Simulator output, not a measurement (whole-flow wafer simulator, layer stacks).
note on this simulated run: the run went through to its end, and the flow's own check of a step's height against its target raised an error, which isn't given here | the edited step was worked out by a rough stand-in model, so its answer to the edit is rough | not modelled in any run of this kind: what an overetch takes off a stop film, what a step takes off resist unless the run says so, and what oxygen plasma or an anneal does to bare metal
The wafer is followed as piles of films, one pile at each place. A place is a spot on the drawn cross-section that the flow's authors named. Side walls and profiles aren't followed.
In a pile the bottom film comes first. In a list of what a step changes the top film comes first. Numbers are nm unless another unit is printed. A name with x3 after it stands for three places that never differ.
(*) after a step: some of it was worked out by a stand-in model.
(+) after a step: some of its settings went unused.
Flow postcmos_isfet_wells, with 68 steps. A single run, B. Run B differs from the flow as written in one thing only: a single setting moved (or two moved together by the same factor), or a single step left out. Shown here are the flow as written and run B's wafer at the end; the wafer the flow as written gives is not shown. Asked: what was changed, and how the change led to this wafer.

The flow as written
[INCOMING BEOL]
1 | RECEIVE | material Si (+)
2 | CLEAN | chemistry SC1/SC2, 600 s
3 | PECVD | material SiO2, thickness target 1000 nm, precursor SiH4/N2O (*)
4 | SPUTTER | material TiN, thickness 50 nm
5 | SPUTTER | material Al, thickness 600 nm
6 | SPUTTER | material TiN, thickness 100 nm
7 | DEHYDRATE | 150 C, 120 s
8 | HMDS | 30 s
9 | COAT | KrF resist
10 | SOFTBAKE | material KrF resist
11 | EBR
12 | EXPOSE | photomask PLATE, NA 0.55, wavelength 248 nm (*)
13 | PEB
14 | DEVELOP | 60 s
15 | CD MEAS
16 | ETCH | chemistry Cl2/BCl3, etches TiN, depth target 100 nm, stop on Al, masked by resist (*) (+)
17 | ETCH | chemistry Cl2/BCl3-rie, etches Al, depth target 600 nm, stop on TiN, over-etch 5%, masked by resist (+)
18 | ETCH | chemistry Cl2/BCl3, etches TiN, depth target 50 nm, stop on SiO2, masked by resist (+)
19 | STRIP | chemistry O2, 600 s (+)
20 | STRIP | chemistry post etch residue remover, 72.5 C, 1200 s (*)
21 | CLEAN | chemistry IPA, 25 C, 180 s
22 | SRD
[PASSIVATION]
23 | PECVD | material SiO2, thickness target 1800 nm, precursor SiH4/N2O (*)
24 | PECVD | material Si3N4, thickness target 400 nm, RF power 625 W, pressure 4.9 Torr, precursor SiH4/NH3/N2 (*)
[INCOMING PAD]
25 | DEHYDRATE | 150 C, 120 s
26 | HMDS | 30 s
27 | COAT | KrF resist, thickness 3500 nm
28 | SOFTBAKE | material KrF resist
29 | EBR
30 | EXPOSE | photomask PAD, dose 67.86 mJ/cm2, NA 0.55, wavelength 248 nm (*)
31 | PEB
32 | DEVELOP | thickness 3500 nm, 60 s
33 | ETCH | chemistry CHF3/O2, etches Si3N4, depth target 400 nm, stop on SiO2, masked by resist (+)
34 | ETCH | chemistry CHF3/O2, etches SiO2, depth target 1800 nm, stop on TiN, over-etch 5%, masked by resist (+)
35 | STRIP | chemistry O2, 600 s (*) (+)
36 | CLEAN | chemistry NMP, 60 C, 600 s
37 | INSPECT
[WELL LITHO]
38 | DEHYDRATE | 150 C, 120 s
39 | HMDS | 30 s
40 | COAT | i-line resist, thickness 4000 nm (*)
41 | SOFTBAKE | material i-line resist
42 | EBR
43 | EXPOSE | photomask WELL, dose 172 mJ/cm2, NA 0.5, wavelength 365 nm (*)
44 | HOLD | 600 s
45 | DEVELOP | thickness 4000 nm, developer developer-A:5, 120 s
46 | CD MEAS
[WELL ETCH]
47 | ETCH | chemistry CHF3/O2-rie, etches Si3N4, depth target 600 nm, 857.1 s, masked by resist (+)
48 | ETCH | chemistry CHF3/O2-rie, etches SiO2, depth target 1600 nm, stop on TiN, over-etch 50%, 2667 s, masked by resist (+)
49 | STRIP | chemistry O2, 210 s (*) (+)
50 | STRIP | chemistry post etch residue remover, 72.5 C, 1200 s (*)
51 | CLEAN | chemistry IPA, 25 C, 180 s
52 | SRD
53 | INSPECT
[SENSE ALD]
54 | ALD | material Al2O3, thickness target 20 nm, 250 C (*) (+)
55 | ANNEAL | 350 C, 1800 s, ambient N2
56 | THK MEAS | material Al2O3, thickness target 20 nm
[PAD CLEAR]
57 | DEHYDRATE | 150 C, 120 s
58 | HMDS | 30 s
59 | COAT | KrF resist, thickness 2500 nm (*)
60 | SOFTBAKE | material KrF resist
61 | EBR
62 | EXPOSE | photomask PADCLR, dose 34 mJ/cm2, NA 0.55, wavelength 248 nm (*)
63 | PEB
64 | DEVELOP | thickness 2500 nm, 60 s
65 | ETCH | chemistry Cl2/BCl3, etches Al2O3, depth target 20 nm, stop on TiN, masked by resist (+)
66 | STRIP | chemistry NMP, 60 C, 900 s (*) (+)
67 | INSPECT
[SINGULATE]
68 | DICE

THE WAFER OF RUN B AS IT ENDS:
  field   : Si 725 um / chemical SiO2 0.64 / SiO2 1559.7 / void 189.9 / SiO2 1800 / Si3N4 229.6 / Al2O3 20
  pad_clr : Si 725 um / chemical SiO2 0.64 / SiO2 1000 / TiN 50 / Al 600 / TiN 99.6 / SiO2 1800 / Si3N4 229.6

The reason: step 24, PECVD: thickness target 230 nm was run, while the flow as written has thickness target 400 nm.

Step by step, how the change led to this:
  24 | PECVD | material Si3N4, thickness target 400 nm, RF power 625 W, pressure 4.9 Torr, precursor SiH4/NH3/N2 (*)
      field, margin, well900, well1300 x3, pad_rim, pad_clr, pad_open: +230 Si3N4 (new film) (as written it would have been: +400 Si3N4 (new film))
  33 | ETCH | chemistry CHF3/O2, etches Si3N4, depth target 400 nm, stop on SiO2, masked by resist (+)
      field, margin, well900, well1300 x3, pad_rim, pad_clr: -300 KrF resist (as written it would have been: -347.8 KrF resist)
      pad_open: -230 Si3N4 (all of it) (as written it would have been: -400 Si3N4 (all of it))
  35 | STRIP | chemistry O2, 600 s (*) (+)
      field, margin, well900, well1300 x3, pad_rim, pad_clr: -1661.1 KrF resist (all of it) (as written it would have been: -1613.3 KrF resist (all of it))
  41 | SOFTBAKE | material i-line resist
      pad_clr: -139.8 i-line resist (as written it would have been: -156.7 i-line resist)
      pad_open: +107.8 i-line resist (as written it would have been: +115.3 i-line resist)
  47 | ETCH | chemistry CHF3/O2-rie, etches Si3N4, depth target 600 nm, 857.1 s, masked by resist (+)
      well900, well1300 x3: -230 Si3N4 (all of it), -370 SiO2 (as written it would have been: -400 Si3N4 (all of it), -200 SiO2)
  48 | ETCH | chemistry CHF3/O2-rie, etches SiO2, depth target 1600 nm, stop on TiN, over-etch 50%, 2667 s, masked by resist (+)
      well900, well1300 x3: -1430 SiO2 (all of it) (as written it would have been: -1600 SiO2 (all of it))
  49 | STRIP | chemistry O2, 210 s (*) (+)
      pad_clr: -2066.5 i-line resist (all of it) (as written it would have been: -1996.5 i-line resist (all of it))
  59 | COAT | KrF resist, thickness 2500 nm (*)
      field: +1530.2 KrF resist (new film) (as written it would have been: +1449 KrF resist (new film))
      margin: +1530.1 KrF resist (new film) (as written it would have been: +1448.9 KrF resist (new film))
      (also at 1 further place)
  63 | PEB
      field, margin: -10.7 KrF resist (as written it would have been: -10.1 KrF resist)
  64 | DEVELOP | thickness 2500 nm, 60 s
      pad_clr: -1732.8 KrF resist (all of it) (as written it would have been: -1676 KrF resist (all of it))
  66 | STRIP | chemistry NMP, 60 C, 900 s (*) (+)
      field: -1480.8 KrF resist (all of it) (as written it would have been: -1400.1 KrF resist (all of it))
      margin: -1480.7 KrF resist (all of it) (as written it would have been: -1400.1 KrF resist (all of it))
